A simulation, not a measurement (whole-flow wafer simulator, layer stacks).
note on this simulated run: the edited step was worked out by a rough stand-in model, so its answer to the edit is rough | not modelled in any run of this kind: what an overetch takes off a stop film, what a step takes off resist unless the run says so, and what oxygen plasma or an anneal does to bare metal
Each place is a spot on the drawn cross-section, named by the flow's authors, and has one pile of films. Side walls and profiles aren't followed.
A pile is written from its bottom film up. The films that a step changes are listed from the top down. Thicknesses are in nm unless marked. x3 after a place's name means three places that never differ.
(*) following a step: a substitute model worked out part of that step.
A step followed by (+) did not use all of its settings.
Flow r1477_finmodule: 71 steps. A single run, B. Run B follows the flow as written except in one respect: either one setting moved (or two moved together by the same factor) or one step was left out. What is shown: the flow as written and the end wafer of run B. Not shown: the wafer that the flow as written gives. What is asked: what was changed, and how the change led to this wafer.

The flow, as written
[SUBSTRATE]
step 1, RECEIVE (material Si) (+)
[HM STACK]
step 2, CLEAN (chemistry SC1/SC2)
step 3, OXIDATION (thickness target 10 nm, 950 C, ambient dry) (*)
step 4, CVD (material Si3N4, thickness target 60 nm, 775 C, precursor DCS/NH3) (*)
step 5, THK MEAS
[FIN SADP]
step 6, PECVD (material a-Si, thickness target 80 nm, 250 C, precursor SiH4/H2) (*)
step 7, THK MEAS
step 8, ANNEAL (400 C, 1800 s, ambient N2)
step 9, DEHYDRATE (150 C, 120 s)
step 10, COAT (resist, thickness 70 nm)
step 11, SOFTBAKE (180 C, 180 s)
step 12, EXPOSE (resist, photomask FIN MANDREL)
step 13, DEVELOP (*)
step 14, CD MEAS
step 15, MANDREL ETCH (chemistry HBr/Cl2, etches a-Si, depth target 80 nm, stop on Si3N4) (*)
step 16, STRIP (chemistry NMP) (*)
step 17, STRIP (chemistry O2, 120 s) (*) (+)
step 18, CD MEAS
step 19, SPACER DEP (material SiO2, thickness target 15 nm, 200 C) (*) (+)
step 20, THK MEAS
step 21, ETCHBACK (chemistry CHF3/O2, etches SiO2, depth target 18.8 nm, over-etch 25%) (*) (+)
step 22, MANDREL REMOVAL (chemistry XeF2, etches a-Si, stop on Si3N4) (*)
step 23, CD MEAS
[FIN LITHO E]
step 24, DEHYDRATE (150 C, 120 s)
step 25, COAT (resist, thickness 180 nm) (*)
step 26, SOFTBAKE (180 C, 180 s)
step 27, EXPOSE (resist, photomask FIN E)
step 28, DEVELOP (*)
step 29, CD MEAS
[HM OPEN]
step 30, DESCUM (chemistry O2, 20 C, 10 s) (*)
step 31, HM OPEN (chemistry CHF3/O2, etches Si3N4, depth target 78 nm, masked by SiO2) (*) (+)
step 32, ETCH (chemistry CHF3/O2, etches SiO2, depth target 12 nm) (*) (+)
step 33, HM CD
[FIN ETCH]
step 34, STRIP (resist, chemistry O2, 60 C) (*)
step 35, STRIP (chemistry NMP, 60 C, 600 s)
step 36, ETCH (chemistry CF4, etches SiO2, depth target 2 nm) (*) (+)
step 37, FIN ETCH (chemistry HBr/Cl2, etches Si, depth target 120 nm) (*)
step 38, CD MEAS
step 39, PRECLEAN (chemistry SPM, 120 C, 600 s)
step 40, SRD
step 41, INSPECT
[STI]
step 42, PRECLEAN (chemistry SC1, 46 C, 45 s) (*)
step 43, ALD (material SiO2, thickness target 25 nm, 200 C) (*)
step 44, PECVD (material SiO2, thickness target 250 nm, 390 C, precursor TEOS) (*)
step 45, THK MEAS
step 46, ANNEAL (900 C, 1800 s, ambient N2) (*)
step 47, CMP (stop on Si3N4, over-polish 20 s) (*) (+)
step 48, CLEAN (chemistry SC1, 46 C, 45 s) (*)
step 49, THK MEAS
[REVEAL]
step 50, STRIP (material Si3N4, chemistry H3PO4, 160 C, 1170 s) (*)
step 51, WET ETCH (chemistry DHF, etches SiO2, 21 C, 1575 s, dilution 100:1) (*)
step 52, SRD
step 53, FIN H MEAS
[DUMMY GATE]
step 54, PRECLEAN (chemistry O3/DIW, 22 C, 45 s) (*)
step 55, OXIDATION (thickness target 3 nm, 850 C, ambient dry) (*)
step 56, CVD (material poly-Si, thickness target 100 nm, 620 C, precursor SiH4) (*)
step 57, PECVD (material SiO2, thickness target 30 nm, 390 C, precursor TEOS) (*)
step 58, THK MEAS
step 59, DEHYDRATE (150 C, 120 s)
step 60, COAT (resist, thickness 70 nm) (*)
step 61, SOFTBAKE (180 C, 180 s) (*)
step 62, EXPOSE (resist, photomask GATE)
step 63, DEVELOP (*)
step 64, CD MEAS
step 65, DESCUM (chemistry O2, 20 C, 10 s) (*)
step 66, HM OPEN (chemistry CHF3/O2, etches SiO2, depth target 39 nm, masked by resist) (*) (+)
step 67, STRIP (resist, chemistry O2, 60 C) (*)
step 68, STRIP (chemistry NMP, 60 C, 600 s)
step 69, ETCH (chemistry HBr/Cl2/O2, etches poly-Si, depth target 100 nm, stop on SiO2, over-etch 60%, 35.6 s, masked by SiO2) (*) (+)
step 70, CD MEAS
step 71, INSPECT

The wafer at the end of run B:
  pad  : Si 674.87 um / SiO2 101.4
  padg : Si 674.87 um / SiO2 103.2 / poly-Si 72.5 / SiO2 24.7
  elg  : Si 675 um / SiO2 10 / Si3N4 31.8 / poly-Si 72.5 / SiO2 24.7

The reason: step 56, CVD: thickness target 72.5 nm was run, while the flow as written has thickness target 100 nm.
The wafer lets one read it off: padg has poly-Si 72.5, and step 56 as written asks for 100 nm.

The path from the change to this, step by step:
  step 56, CVD (material poly-Si, thickness target 100 nm, 620 C, precursor SiH4) (*)
      pad, padg, elg and 26 more: poly-Si gains 72.5 (new film) (in the flow as written it would be: poly-Si gains 100 (new film))
      s40cg, s40co: poly-Si gains 85.6 (new film) (in the flow as written it would be: poly-Si gains 113.9 (new film))
      (as well as at 5 more places)
  step 67, STRIP (resist, chemistry O2, 60 C) (*)
      s40cg: resist loses 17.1 (all of it) (in the flow as written it would be: resist loses 16.5 (all of it))
      s45cg: resist loses 17.8 (all of it) (in the flow as written it would be: resist loses 16.9 (all of it))
      (as well as at 1 more place)
  step 69, ETCH (chemistry HBr/Cl2/O2, etches poly-Si, depth target 100 nm, stop on SiO2, over-etch 60%, 35.6 s, masked by SiO2) (*) (+)
      pad, eso, e40so and 8 more: chemical SiO2 loses 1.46 (all of it), poly-Si loses 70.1 (all of it), SiO2 loses 1.8 (in the flow as written it would be: chemical SiO2 loses 1.46 (all of it), poly-Si loses 97.6 (all of it), SiO2 loses 0.42)
      elo, e40lo, e100lo, e200lo: chemical SiO2 loses 1.46 (all of it), poly-Si loses 70.1 (all of it), Si3N4 loses 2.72 (in the flow as written it would be: chemical SiO2 loses 1.46 (all of it), poly-Si loses 97.6 (all of it), Si3N4 loses 0.22)
      (as well as at 3 more places)
